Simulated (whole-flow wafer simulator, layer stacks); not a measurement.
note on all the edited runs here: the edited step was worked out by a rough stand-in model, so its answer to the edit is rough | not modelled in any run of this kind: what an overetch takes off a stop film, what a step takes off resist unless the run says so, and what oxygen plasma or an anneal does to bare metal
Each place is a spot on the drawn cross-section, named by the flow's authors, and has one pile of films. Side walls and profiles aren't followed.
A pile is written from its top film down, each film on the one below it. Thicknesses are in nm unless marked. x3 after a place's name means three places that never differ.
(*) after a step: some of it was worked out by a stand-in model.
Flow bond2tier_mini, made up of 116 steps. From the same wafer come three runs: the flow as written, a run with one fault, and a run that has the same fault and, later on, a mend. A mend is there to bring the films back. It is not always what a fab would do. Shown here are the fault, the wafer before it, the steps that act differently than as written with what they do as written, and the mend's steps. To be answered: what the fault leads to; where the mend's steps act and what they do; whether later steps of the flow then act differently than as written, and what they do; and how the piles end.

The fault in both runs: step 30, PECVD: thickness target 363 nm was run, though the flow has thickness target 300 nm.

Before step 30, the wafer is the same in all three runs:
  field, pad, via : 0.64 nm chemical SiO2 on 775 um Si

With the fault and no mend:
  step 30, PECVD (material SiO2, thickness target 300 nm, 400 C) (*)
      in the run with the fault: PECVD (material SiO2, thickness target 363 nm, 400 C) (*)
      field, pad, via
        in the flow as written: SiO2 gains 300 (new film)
        in the run with the fault: SiO2 gains 363 (new film)
  None of the later steps of the flow acts differently than as written at any place that is followed.
  By the end, the piles at field, pad depart from the flow's by more than 2% or 0.5 nm, whichever is larger.
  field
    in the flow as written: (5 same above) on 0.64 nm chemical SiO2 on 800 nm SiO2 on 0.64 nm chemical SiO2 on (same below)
    in the run with the fault: (5 same above) on 0.64 nm chemical SiO2 on 863 nm SiO2 on 0.64 nm chemical SiO2 on (same below)
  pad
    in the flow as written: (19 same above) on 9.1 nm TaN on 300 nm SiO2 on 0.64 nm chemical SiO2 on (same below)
    in the run with the fault: (19 same above) on 9.1 nm TaN on 363 nm SiO2 on 0.64 nm chemical SiO2 on (same below)

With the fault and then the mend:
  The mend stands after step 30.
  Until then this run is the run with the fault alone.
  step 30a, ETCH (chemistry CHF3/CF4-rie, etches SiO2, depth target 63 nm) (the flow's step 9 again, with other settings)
      field, pad, via
        SiO2 loses 63
  None of the later steps of the flow acts differently than as written at any place that is followed.
  At every place that both follow, the piles at the end match the flow's.
